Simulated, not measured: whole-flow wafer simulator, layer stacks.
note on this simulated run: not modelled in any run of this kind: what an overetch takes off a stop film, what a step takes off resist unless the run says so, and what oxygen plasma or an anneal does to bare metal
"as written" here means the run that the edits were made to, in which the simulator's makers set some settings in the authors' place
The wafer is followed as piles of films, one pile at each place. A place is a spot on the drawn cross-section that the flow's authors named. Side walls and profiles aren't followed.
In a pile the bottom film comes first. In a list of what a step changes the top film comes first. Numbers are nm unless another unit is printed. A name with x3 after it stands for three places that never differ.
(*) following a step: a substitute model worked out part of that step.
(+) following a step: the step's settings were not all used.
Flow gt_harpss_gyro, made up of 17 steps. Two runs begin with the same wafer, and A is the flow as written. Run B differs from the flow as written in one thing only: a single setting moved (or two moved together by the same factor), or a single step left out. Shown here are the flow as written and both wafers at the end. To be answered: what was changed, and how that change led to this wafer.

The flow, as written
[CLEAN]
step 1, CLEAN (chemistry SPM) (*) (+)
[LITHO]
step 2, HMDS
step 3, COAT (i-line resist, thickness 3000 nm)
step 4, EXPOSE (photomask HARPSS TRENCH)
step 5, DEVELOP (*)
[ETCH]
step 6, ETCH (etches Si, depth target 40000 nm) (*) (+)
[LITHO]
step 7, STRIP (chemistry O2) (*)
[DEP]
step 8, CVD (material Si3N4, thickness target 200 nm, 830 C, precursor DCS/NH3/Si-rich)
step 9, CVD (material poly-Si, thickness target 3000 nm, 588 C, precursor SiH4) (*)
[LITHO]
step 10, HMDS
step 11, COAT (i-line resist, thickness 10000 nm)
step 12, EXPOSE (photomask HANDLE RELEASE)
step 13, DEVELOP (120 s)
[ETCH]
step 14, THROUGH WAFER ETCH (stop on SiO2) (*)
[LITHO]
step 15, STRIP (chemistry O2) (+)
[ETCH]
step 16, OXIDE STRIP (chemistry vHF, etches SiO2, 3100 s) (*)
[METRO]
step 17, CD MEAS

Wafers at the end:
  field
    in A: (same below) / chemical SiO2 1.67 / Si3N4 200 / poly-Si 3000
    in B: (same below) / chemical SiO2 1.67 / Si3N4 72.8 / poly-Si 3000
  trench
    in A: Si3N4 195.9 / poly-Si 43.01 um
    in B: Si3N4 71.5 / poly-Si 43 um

Cause: step 8, CVD: thickness target 72.8 nm was run, while the flow as written has thickness target 200 nm.
One can read it off the wafer: field has Si3N4 72.8, and step 8 as written asks for 200 nm.

Step by step, how the change led to this:
  step 8, CVD (material Si3N4, thickness target 200 nm, 830 C, precursor DCS/NH3/Si-rich)
      field: A +200 Si3N4 (new film) | B +72.8 Si3N4 (new film)
      trench: A +195.9 Si3N4 (new film) | B +71.5 Si3N4 (new film)
  step 9, CVD (material poly-Si, thickness target 3000 nm, 588 C, precursor SiH4) (*)
      trench: A +43.01 um poly-Si (new film) | B +43 um poly-Si (new film)
